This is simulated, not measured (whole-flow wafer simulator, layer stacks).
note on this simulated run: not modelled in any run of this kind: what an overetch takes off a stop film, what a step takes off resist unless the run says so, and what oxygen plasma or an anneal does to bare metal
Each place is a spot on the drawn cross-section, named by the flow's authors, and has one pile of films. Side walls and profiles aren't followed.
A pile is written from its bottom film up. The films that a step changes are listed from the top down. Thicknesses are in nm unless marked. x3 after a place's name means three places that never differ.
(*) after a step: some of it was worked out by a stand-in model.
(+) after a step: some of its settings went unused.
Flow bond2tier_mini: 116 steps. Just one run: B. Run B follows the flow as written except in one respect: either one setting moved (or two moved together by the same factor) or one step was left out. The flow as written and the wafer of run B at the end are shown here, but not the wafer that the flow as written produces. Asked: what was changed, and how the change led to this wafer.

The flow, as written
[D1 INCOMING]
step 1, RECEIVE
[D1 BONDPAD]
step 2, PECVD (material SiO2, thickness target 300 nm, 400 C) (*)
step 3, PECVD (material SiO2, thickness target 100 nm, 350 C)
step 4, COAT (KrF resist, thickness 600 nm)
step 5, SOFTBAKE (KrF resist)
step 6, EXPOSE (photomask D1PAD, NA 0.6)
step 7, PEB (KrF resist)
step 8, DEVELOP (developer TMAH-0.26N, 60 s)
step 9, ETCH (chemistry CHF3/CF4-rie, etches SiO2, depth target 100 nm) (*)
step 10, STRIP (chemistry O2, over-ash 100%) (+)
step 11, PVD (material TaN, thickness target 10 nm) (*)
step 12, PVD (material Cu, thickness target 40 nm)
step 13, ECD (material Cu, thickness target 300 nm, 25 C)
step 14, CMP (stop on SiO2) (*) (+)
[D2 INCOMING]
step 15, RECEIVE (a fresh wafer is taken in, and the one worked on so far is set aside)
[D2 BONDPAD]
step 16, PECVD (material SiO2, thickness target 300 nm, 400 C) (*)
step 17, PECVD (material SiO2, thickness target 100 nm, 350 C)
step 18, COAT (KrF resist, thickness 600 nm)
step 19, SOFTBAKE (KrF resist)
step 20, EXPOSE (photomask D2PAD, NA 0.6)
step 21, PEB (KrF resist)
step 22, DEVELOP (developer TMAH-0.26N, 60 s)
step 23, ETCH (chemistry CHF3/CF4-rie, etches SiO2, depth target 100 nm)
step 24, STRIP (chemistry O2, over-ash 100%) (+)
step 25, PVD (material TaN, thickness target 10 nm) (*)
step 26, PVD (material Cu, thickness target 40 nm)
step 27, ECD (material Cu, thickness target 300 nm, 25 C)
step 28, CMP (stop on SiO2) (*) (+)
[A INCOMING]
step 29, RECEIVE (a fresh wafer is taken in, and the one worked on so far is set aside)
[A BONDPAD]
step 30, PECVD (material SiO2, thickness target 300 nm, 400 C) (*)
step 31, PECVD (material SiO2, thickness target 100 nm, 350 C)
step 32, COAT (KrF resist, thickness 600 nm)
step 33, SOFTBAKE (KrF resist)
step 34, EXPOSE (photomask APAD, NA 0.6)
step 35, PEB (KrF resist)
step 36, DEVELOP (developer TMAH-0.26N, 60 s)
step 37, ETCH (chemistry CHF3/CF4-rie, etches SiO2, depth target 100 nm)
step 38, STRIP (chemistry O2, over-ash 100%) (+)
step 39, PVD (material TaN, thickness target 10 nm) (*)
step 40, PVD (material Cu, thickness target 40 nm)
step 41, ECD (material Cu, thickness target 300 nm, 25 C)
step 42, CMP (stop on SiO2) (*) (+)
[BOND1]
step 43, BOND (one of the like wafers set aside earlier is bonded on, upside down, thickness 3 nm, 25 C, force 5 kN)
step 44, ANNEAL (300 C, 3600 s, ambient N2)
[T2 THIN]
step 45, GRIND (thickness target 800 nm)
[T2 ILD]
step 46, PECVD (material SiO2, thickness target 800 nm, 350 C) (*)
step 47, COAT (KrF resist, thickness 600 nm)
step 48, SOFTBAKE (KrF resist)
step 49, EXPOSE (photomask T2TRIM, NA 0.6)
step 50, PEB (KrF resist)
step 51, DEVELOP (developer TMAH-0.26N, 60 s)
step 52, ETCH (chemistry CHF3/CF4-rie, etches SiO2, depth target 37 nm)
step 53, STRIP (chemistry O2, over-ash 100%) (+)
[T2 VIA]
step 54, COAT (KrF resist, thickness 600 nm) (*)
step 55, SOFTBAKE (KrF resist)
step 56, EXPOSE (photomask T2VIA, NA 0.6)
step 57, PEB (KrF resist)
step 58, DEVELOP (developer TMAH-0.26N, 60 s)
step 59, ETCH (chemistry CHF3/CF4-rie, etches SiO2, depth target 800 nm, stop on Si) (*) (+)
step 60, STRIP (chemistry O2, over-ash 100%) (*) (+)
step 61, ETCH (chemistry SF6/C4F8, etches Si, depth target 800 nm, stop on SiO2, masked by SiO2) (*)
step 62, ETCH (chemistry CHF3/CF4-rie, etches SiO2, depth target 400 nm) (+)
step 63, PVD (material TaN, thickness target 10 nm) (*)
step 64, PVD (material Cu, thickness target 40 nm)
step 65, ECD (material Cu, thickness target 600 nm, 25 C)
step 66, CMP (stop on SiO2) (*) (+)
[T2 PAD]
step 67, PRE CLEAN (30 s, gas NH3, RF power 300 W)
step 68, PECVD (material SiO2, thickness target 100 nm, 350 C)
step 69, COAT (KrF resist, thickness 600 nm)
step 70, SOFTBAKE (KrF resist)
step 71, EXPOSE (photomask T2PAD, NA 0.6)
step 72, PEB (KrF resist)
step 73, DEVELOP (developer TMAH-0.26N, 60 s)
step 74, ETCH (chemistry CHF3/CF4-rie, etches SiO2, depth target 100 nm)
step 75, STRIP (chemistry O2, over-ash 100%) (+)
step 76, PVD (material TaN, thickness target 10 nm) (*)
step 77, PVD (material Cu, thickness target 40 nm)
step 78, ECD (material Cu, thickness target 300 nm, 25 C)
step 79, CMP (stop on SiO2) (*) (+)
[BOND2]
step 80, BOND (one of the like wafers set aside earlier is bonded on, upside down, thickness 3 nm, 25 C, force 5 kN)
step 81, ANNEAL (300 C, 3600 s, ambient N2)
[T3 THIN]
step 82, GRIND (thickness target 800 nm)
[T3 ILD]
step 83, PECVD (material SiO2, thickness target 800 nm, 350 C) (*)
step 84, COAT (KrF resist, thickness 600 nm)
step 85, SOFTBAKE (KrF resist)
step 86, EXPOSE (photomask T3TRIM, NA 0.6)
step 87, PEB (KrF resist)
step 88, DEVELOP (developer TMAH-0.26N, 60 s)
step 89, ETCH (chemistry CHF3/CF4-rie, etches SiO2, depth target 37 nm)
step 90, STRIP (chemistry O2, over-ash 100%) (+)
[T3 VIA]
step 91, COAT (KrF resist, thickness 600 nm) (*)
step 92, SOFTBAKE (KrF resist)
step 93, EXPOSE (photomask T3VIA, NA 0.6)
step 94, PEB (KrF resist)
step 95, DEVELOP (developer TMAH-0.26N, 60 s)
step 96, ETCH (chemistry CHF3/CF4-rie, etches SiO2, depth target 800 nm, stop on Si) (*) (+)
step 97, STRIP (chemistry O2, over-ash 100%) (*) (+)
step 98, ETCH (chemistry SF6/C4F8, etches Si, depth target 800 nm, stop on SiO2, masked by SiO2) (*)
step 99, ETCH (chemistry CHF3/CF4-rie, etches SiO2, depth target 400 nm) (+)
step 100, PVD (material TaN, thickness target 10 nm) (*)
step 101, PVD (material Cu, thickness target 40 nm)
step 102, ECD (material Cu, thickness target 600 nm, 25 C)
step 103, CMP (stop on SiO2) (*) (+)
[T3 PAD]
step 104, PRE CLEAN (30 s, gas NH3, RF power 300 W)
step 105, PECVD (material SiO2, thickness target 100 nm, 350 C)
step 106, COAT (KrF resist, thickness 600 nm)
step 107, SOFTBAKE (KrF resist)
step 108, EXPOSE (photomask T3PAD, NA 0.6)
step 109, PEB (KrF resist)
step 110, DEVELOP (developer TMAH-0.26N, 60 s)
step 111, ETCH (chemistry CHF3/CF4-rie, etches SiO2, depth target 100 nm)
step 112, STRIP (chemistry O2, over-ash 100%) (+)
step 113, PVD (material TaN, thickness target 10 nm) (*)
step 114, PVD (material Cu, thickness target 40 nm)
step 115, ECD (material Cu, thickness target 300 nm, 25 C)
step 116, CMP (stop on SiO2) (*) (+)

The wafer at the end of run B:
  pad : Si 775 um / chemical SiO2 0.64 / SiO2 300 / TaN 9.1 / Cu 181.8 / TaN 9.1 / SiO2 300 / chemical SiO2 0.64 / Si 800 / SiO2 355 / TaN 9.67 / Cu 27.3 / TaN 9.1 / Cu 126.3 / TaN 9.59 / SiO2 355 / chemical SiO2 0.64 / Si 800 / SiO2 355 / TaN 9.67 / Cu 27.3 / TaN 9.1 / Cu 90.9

What caused this: step 23, ETCH: depth target 45 nm was run, though the flow has depth target 100 nm.

The path from the change to this, step by step:
  step 23, ETCH (chemistry CHF3/CF4-rie, etches SiO2, depth target 100 nm)
      pad, via: SiO2 loses 45 (in the flow as written it would be: SiO2 loses 100)
      field: KrF resist loses 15 (in the flow as written it would be: KrF resist loses 33.3)
  step 24, STRIP (chemistry O2, over-ash 100%) (+)
      field: KrF resist loses 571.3 (all of it) (in the flow as written it would be: KrF resist loses 552.9 (all of it))
  step 26, PVD (material Cu, thickness target 40 nm)
      pad: Cu gains 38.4 (new film) (in the flow as written it would be: Cu gains 36.4 (new film))
  step 27, ECD (material Cu, thickness target 300 nm, 25 C)
      pad: Cu gains 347 (in the flow as written it would be: Cu gains 404.5)
      via: Cu gains 345 (in the flow as written it would be: Cu gains 400.2)
  step 80, BOND (one of the like wafers set aside earlier is bonded on, upside down, thickness 3 nm, 25 C, force 5 kN)
      pad: Si gains 775 um (new film), chemical SiO2 gains 0.64 (new film), SiO2 gains 355 (new film), TaN gains 9.59 (new film), Cu gains 35.4 (in the flow as written it would be: Si gains 775 um (new film), chemical SiO2 gains 0.64 (new film), SiO2 gains 300 (new film), TaN gains 9.1 (new film), Cu gains 90.9)
